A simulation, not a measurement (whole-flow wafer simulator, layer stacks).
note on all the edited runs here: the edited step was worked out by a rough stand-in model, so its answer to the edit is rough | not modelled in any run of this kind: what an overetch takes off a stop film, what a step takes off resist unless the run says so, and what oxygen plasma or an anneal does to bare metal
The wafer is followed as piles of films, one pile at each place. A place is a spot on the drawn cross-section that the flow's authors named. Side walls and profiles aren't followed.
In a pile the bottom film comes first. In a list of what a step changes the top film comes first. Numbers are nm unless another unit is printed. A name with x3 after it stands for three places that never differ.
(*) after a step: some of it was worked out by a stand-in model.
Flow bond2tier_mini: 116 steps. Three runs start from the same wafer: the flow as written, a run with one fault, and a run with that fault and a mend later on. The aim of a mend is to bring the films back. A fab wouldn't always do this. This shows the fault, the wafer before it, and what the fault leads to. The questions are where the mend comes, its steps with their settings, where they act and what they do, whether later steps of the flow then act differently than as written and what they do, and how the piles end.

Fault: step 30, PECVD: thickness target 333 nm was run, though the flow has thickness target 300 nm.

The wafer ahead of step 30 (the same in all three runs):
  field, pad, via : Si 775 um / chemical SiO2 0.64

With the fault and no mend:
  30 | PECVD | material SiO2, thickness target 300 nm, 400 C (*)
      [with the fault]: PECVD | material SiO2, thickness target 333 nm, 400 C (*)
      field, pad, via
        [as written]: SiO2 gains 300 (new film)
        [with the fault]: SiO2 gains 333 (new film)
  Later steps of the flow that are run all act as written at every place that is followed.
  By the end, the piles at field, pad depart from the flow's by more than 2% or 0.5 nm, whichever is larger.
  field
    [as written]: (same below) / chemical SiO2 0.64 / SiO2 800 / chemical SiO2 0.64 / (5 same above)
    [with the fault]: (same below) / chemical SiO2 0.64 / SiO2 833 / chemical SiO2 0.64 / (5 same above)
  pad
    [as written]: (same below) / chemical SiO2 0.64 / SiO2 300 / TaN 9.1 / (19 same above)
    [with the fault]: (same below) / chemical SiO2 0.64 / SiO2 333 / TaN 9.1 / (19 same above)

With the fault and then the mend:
  After step 30 comes the mend.
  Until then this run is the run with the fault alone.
  30a | ETCH | chemistry CHF3/CF4-rie, etches SiO2, depth target 33 nm (the flow's step 9 again, with other settings)
      field, pad, via
        SiO2 loses 33
  Later steps of the flow that are run all act as written at every place that is followed.
  At every place that both follow, the piles at the end match the flow's.
